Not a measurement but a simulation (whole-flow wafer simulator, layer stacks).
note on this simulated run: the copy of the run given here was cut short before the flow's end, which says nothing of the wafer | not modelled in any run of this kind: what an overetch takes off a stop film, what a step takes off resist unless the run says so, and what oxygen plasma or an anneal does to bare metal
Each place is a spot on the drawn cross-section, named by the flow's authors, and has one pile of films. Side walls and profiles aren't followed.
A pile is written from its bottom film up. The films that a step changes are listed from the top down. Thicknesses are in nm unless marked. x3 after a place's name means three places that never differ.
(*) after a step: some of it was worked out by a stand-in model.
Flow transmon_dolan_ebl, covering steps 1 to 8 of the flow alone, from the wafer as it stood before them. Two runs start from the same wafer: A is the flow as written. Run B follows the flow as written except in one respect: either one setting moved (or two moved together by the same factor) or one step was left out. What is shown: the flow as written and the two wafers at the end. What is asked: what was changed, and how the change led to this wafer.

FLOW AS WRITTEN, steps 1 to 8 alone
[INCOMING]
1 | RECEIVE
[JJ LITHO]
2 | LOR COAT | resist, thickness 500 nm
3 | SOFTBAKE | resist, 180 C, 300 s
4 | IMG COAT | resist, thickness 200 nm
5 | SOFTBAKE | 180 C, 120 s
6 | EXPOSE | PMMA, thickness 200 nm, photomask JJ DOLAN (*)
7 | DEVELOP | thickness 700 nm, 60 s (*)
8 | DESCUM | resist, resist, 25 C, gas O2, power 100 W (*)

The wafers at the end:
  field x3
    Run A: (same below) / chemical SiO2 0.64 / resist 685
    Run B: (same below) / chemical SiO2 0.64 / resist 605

The reason: step 4, IMG COAT: thickness 120 nm was run, whereas the flow has thickness 200 nm.

How this came from the change, step by step:
  4 | IMG COAT | resist, thickness 200 nm
      field x3, jj_line: A resist gains 200 | B resist gains 120
  7 | DEVELOP | thickness 700 nm, 60 s (*)
      jj_line: A resist loses 700 (all of it) | B resist loses 620 (all of it)
